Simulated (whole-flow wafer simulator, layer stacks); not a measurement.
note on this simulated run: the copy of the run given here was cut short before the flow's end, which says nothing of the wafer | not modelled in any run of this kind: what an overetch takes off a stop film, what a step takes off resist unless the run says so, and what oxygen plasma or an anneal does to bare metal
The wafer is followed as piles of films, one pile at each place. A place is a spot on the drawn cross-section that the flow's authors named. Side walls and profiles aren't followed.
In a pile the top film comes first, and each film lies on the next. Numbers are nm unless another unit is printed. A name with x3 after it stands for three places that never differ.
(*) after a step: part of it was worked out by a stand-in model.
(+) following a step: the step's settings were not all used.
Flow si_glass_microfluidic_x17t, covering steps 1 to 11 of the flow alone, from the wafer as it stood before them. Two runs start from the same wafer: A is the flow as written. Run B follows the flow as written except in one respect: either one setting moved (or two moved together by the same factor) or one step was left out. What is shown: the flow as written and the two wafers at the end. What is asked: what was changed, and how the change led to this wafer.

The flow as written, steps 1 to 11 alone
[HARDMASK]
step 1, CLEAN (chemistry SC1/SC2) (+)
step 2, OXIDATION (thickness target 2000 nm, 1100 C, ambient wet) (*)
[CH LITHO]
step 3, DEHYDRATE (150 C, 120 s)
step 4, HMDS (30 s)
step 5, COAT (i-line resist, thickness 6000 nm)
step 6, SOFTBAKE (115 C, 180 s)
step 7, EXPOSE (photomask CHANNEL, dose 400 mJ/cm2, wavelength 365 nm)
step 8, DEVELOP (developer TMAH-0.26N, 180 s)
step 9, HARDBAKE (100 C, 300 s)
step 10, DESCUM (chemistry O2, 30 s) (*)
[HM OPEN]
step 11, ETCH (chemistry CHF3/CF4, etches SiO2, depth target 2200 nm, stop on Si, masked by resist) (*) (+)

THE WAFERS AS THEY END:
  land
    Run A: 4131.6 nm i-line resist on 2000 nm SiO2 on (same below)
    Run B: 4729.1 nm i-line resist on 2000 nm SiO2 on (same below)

The reason: step 5, COAT: thickness 6600 nm was run, whereas the flow has thickness 6000 nm.

The path from the change to this, step by step:
  step 5, COAT (i-line resist, thickness 6000 nm)
      land, tr110 x3: A i-line resist gains 6000 (new film) | B i-line resist gains 6600 (new film)
  step 8, DEVELOP (developer TMAH-0.26N, 180 s)
      tr110 x3: A i-line resist loses 6000 (all of it) | B i-line resist loses 6600 (all of it)
  step 9, HARDBAKE (100 C, 300 s)
      land: A i-line resist loses 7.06 | B i-line resist loses 9.53
